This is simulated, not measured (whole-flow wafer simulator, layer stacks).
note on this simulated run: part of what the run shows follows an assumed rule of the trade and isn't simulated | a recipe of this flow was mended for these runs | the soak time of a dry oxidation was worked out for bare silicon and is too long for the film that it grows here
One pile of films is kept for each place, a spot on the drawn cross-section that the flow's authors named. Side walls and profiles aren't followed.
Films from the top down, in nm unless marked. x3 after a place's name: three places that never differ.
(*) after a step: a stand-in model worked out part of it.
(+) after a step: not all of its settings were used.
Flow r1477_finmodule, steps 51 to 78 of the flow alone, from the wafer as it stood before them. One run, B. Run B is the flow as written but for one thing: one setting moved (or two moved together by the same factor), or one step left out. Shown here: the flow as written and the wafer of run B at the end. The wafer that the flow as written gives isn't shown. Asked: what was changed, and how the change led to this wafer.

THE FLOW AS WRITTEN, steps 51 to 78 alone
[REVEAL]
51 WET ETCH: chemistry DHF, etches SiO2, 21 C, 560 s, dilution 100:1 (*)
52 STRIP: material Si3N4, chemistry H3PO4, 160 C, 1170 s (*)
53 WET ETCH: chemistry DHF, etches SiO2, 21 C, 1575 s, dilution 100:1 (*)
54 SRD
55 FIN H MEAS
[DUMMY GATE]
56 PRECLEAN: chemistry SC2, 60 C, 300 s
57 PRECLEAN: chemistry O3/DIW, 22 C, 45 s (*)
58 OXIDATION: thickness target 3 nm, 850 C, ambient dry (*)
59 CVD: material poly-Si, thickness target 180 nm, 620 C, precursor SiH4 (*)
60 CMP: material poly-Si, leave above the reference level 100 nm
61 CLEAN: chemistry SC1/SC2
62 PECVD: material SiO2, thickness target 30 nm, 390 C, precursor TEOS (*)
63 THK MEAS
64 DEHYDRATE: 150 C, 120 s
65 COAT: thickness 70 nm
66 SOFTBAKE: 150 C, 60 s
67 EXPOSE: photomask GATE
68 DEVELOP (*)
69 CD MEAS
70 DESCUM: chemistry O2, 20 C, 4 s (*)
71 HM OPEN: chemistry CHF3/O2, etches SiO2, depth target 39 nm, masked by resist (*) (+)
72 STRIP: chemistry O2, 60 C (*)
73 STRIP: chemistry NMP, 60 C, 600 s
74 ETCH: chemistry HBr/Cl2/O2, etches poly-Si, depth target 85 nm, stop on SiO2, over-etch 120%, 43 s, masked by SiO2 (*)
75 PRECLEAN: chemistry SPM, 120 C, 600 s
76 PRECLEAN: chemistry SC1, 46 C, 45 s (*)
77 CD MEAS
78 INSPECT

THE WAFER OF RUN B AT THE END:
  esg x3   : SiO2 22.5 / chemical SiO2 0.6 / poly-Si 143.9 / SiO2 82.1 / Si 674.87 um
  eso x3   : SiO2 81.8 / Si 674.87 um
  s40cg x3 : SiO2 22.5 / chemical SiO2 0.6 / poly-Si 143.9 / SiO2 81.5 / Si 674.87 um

The cause: step 51, WET ETCH: 518 s was run, where the flow has 560 s.

How the change led to this, step by step:
  51 WET ETCH: chemistry DHF, etches SiO2, 21 C, 560 s, dilution 100:1 (*)
      esg x3, e200sg, s40cg x3, s40sg x3, eso x3, e200so, s40co x3, s40so x3: SiO2 -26 (as written it would be: SiO2 -28.1)
      pad, padg: SiO2 -28.2 (as written it would be: SiO2 -30.5)
  60 CMP: material poly-Si, leave above the reference level 100 nm
      pad, padg: poly-Si -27 (as written it would be: poly-Si -24.8)
